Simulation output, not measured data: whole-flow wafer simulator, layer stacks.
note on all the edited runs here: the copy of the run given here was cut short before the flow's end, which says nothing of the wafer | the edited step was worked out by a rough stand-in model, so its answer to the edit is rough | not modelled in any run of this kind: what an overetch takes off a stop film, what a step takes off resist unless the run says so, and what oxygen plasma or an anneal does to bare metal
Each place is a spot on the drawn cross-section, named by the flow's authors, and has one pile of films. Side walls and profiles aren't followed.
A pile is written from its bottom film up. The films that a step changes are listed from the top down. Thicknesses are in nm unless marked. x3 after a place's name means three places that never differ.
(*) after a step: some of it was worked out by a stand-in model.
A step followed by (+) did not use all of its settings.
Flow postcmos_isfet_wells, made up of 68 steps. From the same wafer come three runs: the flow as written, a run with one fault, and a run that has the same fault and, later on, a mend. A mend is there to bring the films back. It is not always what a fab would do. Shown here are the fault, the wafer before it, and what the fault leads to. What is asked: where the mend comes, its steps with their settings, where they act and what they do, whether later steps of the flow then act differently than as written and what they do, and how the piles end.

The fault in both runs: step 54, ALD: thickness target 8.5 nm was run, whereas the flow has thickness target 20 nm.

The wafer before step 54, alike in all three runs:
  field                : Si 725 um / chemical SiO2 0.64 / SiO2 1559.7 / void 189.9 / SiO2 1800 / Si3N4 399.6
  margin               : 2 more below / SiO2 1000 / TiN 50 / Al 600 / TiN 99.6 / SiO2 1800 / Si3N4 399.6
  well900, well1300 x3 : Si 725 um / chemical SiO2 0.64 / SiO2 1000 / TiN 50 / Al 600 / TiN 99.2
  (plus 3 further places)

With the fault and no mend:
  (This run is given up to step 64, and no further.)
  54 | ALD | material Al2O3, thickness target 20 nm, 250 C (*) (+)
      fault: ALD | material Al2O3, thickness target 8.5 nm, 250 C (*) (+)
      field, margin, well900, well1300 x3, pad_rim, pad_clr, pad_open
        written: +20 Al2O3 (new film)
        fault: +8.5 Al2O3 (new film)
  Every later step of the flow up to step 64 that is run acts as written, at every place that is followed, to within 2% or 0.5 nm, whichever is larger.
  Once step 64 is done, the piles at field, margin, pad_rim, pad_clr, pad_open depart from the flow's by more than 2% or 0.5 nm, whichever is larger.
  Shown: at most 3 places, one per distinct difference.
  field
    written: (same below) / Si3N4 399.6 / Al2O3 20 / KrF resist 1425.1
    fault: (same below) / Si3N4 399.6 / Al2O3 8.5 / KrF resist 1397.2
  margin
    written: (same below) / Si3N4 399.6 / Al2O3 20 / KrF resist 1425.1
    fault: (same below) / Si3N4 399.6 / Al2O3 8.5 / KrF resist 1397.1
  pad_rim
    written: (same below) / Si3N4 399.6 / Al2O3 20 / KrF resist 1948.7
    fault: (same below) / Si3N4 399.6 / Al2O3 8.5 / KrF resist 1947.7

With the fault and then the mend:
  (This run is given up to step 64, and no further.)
  The mend stands after step 54.
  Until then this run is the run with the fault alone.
  54a | ALD | material Al2O3, thickness target 11.5 nm, 250 C (*) (+) (the flow's step 54, run once more with other settings)
      field, margin, well900, well1300 x3, pad_rim, pad_clr, pad_open
        +11.5 Al2O3
  Every later step of the flow up to step 64 that is run acts as written at every place that is followed.
  The piles after step 64 are the same as the flow's at every place that both follow.
